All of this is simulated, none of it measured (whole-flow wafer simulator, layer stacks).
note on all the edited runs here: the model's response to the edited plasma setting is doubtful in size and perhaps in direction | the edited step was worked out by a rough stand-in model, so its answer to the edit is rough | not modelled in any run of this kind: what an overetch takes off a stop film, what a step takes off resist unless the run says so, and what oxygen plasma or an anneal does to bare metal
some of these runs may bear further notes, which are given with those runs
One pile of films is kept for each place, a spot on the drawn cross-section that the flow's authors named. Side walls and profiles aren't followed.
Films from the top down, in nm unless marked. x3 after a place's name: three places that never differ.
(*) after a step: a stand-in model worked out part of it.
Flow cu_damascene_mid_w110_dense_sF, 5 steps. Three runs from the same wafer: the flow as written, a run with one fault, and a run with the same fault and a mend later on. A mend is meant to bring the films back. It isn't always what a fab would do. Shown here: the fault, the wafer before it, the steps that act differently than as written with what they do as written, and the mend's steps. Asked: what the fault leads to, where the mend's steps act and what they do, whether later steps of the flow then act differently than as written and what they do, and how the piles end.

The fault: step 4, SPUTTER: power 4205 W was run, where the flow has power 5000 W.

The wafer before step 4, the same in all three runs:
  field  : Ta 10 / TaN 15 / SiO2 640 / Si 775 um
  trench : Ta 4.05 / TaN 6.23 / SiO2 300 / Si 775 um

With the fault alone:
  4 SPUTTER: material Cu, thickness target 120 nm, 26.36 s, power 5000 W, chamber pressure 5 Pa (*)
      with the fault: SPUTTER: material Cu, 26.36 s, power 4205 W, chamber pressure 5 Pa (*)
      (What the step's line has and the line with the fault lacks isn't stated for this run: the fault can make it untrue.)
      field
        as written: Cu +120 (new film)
        with the fault: Cu +96.2 (new film)
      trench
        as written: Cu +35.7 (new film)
        with the fault: Cu +31.7 (new film)
  Later steps of the flow that act differently than as written:
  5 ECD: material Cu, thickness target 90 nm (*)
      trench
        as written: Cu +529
        with the fault: Cu +509.2
  At the end the piles differ from the flow's by more than 2% or 0.5 nm, whichever is larger, at field, trench.
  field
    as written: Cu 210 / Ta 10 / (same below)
    with the fault: Cu 186.2 / Ta 10 / (same below)
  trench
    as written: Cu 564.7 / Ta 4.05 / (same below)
    with the fault: Cu 540.9 / Ta 4.05 / (same below)

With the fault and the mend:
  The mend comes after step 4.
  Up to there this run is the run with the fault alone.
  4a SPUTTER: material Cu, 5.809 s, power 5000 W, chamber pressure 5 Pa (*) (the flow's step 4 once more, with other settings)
      field
        Cu +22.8
      trench
        Cu +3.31
  No later step of the flow acts differently than as written, at any place that is followed, by more than 2% or 0.5 nm, whichever is larger.
  At the end the piles differ from the flow's only slightly at the places that both follow, by at most 2% or 0.5 nm, whichever is larger.
